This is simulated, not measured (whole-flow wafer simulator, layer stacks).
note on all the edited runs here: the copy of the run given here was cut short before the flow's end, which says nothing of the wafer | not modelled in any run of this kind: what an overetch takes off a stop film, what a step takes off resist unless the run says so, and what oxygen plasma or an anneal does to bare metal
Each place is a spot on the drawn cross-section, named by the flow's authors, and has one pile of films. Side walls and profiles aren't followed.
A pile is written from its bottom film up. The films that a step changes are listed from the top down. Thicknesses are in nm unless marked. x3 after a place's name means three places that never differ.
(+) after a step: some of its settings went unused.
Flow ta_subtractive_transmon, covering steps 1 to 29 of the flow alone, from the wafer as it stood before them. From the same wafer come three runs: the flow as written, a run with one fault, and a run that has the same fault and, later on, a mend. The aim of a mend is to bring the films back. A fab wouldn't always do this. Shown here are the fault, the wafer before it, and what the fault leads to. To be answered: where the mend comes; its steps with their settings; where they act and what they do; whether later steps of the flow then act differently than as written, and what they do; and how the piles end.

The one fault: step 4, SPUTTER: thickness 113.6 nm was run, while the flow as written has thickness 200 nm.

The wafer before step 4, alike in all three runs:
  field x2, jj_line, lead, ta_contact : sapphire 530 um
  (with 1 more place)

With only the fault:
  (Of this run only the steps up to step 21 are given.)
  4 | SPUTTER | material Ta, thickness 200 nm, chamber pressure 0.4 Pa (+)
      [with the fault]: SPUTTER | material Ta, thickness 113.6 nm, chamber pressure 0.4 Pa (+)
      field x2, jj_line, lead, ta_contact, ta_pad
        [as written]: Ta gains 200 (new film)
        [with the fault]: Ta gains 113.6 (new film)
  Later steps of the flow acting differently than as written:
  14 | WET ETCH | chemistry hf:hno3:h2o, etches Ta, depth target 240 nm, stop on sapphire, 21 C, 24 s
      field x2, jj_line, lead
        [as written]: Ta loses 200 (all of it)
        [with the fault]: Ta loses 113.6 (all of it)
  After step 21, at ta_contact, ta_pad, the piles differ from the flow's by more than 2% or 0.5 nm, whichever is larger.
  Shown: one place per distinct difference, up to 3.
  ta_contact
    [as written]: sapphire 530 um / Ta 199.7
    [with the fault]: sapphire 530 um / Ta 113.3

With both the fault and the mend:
  The mend stands after step 5.
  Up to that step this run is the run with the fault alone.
  5a | WET ETCH | chemistry hf:hno3:h2o, etches Ta, depth target 130.6 nm, stop on sapphire, 21 C, 13.06 s
      field x2, jj_line, lead, ta_contact, ta_pad
        Ta loses 113.6 (all of it)
  5b | SPUTTER | material Ta, thickness 200 nm, chamber pressure 0.4 Pa (+) (the flow's step 4 again)
      field x2, jj_line, lead, ta_contact, ta_pad
        Ta gains 200 (new film)
  Every later step of the flow that is run acts as written at every place that is followed.
  The piles end the same as the flow's at every place that both follow.
